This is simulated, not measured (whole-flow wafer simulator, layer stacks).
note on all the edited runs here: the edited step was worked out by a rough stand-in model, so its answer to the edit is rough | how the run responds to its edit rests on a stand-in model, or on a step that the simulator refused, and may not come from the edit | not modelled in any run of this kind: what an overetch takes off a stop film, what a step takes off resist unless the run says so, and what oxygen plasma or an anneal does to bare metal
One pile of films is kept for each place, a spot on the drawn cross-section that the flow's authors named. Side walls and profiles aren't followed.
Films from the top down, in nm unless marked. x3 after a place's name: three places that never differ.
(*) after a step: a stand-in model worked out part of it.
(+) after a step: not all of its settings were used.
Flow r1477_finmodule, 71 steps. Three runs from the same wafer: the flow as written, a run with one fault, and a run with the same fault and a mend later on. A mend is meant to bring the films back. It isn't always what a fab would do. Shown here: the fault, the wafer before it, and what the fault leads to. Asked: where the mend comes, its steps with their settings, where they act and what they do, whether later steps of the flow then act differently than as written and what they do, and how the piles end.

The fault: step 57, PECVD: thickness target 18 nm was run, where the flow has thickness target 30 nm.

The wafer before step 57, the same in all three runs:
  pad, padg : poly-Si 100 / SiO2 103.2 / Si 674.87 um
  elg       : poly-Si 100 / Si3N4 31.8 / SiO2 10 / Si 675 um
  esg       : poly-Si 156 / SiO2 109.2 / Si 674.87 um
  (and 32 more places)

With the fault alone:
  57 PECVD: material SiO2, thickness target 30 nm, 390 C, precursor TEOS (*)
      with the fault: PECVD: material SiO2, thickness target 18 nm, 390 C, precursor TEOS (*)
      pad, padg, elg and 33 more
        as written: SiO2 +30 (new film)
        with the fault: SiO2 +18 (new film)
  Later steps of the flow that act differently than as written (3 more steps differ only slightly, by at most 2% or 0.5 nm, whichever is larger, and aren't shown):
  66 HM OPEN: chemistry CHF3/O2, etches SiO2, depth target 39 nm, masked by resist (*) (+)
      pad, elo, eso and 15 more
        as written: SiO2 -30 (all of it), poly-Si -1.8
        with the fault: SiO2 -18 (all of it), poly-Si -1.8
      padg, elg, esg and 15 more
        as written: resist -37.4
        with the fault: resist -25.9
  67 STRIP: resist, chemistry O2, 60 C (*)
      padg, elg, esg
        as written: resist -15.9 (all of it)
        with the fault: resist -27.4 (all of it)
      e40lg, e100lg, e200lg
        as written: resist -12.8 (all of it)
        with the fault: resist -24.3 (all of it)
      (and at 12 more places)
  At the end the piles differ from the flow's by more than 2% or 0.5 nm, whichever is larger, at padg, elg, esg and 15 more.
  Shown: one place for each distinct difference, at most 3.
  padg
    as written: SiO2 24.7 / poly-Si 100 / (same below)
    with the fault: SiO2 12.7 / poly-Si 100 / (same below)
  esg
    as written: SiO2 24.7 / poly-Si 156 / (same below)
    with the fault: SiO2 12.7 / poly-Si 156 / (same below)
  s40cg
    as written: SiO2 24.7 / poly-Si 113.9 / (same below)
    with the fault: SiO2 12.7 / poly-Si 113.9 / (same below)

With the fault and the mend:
  The mend comes after step 58.
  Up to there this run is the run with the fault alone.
  58a PECVD: material SiO2, thickness target 12 nm, 390 C, precursor TEOS (*) (the flow's step 57 once more, with other settings)
      pad, padg, elg and 33 more
        SiO2 +12
  No later step of the flow acts differently than as written at any place that is followed.
  At the end the piles are the same as the flow's at every place that both follow.
